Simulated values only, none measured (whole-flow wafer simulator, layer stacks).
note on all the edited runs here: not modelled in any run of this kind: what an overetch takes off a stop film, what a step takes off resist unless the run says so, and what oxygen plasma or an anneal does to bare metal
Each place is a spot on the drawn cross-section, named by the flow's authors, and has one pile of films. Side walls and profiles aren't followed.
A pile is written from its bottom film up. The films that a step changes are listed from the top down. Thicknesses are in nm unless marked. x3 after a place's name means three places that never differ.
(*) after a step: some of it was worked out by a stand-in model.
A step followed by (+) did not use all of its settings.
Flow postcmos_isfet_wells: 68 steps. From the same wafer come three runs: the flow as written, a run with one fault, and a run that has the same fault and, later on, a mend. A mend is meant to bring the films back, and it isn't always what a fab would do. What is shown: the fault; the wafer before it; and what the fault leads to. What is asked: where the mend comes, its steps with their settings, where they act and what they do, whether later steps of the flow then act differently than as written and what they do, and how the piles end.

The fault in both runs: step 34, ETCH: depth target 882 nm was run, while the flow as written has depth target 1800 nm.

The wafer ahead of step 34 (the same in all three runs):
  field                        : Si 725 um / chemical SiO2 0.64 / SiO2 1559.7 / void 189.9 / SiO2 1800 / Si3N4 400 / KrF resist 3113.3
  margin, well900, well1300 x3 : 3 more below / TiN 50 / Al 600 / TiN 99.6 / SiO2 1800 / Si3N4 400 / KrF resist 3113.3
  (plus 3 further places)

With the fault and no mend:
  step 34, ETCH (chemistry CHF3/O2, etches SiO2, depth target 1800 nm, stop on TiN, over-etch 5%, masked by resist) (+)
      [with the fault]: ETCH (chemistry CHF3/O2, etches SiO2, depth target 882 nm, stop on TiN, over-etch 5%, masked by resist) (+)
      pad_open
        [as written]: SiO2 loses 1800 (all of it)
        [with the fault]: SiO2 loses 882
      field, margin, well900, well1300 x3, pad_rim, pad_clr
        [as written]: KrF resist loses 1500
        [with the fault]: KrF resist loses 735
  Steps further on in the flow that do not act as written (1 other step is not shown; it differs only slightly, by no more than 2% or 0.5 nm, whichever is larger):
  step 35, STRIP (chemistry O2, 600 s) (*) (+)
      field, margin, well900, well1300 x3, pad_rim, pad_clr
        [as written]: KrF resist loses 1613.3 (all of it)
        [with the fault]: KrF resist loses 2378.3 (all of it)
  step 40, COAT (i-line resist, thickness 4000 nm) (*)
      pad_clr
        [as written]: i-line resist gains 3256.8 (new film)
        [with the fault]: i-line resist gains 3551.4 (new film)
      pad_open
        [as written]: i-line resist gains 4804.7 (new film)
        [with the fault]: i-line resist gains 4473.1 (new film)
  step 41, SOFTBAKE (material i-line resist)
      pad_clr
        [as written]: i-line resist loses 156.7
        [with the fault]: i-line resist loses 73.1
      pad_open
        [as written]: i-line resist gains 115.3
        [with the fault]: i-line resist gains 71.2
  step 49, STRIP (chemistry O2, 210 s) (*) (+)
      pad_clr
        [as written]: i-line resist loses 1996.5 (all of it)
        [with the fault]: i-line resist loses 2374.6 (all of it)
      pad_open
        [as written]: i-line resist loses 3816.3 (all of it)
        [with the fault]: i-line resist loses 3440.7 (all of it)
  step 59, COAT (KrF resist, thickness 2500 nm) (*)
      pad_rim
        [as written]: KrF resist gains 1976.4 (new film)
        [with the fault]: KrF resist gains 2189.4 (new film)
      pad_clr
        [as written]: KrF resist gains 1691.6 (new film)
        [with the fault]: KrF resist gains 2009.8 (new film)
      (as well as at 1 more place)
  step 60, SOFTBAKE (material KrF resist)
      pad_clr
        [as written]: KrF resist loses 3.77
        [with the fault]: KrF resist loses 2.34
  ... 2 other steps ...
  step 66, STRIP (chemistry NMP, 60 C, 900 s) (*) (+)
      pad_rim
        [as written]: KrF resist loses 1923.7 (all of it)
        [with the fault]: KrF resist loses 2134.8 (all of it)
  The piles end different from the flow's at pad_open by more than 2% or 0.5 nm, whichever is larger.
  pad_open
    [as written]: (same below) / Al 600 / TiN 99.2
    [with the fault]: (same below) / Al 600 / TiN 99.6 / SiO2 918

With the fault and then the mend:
  The mend stands after step 34.
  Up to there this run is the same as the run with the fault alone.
  step 34a, ETCH (chemistry CHF3/O2, etches SiO2, depth target 918 nm, stop on TiN, over-etch 5%, masked by resist) (a further turn of the flow's step 34, with different settings)
      field, margin, well900, well1300 x3, pad_rim, pad_clr
        KrF resist loses 765
      pad_open
        SiO2 loses 918 (all of it)
  Later steps of the flow that are run all act as written at every place that is followed.
  The piles end the same as the flow's at every place that both follow.
